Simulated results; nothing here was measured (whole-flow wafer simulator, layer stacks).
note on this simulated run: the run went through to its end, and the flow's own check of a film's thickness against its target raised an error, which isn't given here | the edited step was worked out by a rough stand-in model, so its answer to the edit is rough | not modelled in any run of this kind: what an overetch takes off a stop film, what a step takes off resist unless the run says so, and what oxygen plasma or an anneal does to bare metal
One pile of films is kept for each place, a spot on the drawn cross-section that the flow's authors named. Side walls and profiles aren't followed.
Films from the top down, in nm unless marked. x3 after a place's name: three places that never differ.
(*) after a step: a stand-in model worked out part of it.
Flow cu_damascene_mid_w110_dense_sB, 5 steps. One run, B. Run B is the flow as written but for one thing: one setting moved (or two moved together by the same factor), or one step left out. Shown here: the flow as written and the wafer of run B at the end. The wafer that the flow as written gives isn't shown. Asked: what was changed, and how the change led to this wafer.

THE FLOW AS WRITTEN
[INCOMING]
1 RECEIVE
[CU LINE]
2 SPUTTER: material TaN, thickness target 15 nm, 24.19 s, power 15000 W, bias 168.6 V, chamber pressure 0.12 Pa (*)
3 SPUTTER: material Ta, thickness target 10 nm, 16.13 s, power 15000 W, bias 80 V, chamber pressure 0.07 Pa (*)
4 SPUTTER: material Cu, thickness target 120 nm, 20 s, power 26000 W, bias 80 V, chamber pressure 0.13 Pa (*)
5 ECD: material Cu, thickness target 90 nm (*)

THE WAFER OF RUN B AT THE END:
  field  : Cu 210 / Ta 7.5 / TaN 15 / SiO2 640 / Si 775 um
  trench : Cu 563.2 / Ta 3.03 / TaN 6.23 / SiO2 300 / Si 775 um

The cause: step 3, SPUTTER: thickness target 7.5 nm was run, where the flow has thickness target 10 nm; step 3, SPUTTER: 12.1 s was run, where the flow has 16.13 s.
It can be read off the wafer: field has Ta 7.5, and step 3 as written asks for 10 nm.

How the change led to this, step by step:
  3 SPUTTER: material Ta, thickness target 10 nm, 16.13 s, power 15000 W, bias 80 V, chamber pressure 0.07 Pa (*)
      field: Ta +7.5 (new film) (as written it would be: Ta +10 (new film))
      trench: Ta +3.03 (new film) (as written it would be: Ta +4.05 (new film))
